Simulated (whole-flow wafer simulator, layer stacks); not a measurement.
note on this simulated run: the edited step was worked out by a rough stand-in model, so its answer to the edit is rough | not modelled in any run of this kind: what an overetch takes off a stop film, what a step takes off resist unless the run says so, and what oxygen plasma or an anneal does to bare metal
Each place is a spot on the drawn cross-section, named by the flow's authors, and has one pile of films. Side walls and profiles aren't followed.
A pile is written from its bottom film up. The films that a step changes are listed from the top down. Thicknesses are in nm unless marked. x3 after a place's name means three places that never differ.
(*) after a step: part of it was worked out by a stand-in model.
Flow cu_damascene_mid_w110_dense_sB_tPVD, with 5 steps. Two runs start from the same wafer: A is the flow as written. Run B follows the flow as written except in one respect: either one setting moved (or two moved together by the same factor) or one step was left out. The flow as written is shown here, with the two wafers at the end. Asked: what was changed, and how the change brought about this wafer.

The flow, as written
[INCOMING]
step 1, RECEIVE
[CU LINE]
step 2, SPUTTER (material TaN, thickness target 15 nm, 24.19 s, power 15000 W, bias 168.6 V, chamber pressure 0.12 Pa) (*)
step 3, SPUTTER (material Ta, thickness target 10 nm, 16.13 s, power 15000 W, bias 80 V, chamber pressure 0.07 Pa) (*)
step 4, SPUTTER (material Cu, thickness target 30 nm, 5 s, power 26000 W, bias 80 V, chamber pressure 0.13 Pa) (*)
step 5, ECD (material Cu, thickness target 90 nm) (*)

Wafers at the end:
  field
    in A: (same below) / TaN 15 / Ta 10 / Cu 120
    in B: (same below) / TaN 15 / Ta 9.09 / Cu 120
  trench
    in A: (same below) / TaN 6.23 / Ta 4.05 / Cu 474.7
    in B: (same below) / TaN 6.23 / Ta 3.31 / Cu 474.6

What caused this: step 3, SPUTTER: bias 109 V was run, whereas the flow has bias 80 V.

The path from the change to this, step by step:
  step 3, SPUTTER (material Ta, thickness target 10 nm, 16.13 s, power 15000 W, bias 80 V, chamber pressure 0.07 Pa) (*)
      field: A Ta gains 10 (new film) | B Ta gains 9.09 (new film)
      trench: A Ta gains 4.05 (new film) | B Ta gains 3.31 (new film)
